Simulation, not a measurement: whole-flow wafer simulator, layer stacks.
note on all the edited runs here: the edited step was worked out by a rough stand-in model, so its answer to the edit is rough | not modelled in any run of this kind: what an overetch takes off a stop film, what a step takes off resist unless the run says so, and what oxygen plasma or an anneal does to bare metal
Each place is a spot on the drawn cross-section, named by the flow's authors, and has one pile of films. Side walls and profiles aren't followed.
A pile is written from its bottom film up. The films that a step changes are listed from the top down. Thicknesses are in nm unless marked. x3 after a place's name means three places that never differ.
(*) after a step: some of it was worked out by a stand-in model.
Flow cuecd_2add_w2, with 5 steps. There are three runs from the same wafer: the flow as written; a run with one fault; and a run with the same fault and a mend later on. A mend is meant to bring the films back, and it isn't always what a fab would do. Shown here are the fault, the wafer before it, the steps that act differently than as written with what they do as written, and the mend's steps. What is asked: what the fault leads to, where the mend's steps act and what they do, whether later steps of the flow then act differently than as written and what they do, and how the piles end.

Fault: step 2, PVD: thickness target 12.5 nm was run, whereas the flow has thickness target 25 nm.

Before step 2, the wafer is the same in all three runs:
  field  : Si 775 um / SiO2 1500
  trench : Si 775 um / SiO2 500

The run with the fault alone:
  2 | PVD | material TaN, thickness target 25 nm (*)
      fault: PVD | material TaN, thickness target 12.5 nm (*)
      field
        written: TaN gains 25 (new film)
        fault: TaN gains 12.5 (new film)
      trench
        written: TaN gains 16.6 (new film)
        fault: TaN gains 8.3 (new film)
  Every later step of the flow that is run acts as written, at every place that is followed, to within 2% or 0.5 nm, whichever is larger.
  By the end, the piles at field, trench depart from the flow's by more than 2% or 0.5 nm, whichever is larger.
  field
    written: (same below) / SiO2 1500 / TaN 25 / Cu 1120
    fault: (same below) / SiO2 1500 / TaN 12.5 / Cu 1120
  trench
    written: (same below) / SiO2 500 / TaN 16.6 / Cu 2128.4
    fault: (same below) / SiO2 500 / TaN 8.3 / Cu 2124.2

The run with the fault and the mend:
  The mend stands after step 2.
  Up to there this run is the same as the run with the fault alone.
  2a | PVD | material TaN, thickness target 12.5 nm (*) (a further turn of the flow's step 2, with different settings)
      field
        TaN gains 12.5
      trench
        TaN gains 8.26
  Every later step of the flow that is run acts as written at every place that is followed.
  By the end, the piles equal the flow's at every place that both follow.
